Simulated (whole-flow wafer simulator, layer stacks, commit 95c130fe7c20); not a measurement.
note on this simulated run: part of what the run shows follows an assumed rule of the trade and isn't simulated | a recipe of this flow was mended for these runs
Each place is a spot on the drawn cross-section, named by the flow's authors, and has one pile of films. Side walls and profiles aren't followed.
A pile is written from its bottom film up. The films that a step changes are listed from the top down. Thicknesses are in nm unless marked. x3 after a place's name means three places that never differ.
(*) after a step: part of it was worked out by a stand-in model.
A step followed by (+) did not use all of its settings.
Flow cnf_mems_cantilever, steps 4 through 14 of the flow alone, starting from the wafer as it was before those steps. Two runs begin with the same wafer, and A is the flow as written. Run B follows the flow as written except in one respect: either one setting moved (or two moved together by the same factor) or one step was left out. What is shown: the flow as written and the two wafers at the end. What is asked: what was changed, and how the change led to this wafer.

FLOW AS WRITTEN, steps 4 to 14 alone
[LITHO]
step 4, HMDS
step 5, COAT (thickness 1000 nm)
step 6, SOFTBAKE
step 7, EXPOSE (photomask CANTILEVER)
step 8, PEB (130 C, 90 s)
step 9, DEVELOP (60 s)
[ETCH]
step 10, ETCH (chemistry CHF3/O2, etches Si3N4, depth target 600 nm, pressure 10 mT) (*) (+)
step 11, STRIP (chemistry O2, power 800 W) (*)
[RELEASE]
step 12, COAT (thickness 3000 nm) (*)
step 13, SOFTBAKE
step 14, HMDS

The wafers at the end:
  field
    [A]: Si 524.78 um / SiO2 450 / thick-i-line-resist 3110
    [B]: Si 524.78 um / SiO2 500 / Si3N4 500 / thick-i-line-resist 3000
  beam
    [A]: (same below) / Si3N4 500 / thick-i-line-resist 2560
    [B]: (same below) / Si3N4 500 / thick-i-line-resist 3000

What caused this: step 10, ETCH: chemistry CHF3/O2, etches Si3N4, depth target 600 nm, pressure 10 mT (*) (+), was omitted.

The path from the change to this, step by step:
  step 11, STRIP (chemistry O2, power 800 W) (*)
      beam: A -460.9 KrF-resist (all of it) | B -982.7 KrF-resist (all of it)
  step 12, COAT (thickness 3000 nm) (*)
      field: A +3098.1 thick-i-line-resist (new film) | B +3000 thick-i-line-resist (new film)
      beam: A +2607.6 thick-i-line-resist (new film) | B +3000 thick-i-line-resist (new film)
  step 13, SOFTBAKE
      field: A +11.9 thick-i-line-resist | B nothing
      beam: A -47.6 thick-i-line-resist | B nothing
